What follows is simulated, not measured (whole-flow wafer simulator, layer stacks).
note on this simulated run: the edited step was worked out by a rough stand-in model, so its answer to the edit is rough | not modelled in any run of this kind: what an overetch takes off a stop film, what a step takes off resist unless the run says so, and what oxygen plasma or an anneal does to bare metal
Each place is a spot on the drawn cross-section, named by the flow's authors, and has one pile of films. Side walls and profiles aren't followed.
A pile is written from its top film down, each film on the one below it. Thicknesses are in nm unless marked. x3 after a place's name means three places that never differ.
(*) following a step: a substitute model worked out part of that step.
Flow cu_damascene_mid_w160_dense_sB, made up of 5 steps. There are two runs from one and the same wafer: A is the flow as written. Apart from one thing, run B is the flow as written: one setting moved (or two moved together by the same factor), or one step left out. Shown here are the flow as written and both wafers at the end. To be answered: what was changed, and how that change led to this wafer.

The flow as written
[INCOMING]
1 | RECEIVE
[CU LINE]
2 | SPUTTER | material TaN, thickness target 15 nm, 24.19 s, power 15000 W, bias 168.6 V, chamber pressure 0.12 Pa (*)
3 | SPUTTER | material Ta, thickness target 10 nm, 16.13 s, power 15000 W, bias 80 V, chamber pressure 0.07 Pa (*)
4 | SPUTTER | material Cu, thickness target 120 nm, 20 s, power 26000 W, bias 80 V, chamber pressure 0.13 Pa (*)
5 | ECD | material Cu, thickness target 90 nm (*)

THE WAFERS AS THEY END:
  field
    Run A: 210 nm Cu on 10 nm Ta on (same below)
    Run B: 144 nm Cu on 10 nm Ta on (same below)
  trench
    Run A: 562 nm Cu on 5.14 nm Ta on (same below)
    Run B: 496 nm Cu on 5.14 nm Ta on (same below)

What caused this: step 4, SPUTTER: thickness target 54 nm was run, though the flow has thickness target 120 nm; step 4, SPUTTER: 9 s was run, where the flow has 20 s.

Step by step, how the change led to this:
  4 | SPUTTER | material Cu, thickness target 120 nm, 20 s, power 26000 W, bias 80 V, chamber pressure 0.13 Pa (*)
      field: A +120 Cu (new film) | B +54 Cu (new film)
      trench: A +62 Cu (new film) | B +27.9 Cu (new film)
  5 | ECD | material Cu, thickness target 90 nm (*)
      trench: A +500 Cu | B +468.1 Cu
